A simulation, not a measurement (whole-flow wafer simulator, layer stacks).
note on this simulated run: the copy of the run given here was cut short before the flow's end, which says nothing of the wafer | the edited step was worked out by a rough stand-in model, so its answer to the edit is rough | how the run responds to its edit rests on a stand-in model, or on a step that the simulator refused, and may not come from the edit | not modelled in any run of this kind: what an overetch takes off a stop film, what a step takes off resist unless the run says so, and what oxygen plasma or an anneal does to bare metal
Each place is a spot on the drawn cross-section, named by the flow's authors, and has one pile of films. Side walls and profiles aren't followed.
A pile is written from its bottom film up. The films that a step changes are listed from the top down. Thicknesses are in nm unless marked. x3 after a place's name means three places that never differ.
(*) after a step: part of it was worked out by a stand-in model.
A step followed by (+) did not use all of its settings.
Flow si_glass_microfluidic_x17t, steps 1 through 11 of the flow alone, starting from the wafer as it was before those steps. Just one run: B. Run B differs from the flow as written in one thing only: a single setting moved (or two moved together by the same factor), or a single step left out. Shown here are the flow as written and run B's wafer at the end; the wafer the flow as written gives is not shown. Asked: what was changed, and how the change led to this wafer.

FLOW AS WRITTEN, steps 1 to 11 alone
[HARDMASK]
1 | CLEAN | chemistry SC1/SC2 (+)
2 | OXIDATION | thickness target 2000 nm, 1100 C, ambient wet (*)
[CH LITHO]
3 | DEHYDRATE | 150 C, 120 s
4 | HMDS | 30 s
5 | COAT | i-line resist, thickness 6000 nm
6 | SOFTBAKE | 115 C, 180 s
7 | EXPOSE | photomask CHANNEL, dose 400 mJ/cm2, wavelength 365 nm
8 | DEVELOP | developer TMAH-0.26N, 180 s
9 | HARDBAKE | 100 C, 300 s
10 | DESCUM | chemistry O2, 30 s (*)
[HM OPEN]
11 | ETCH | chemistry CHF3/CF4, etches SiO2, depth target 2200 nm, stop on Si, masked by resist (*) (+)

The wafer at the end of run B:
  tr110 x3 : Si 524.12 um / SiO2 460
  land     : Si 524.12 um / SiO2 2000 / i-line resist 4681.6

Cause: step 11, ETCH: depth target 1540 nm was run, whereas the flow has depth target 2200 nm.

How this came from the change, step by step:
  11 | ETCH | chemistry CHF3/CF4, etches SiO2, depth target 2200 nm, stop on Si, masked by resist (*) (+)
      tr110 x3: -1540 SiO2 (as written it would have been: -2000 SiO2 (all of it))
      land: -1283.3 i-line resist (as written it would have been: -1833.3 i-line resist)
